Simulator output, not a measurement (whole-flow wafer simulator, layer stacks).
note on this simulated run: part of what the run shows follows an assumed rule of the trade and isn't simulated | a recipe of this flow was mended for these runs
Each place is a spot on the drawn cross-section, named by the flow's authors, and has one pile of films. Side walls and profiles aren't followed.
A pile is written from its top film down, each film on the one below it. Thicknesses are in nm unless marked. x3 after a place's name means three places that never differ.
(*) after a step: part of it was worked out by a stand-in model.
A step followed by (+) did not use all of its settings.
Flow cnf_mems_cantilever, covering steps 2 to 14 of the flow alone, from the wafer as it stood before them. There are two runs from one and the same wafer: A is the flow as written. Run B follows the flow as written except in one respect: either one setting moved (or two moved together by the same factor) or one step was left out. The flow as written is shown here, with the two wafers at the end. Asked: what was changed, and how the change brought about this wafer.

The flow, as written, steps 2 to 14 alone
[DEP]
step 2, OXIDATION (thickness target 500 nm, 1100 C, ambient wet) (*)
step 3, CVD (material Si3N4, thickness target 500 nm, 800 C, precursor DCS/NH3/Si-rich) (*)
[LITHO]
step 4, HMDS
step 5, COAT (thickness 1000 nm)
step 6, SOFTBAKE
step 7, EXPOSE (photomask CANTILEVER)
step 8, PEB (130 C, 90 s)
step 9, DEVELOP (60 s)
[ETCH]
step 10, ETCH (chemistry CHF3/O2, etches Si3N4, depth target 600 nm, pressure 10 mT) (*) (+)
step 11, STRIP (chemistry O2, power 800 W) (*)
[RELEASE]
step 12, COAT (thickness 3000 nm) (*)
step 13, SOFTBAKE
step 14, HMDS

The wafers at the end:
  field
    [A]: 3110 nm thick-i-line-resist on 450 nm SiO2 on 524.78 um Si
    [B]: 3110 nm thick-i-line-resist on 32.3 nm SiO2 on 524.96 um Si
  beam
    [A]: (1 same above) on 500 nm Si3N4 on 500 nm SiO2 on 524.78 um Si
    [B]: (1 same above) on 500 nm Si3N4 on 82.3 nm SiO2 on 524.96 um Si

Cause: step 2, OXIDATION: 894 C was run, while the flow as written has 1100 C.

The path from the change to this, step by step:
  step 2, OXIDATION (thickness target 500 nm, 1100 C, ambient wet) (*)
      field, beam: A SiO2 gains 500 (new film), chemical SiO2 loses 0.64 (all of it), Si loses 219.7 | B SiO2 gains 82.3 (new film), chemical SiO2 loses 0.64 (all of it), Si loses 35.9
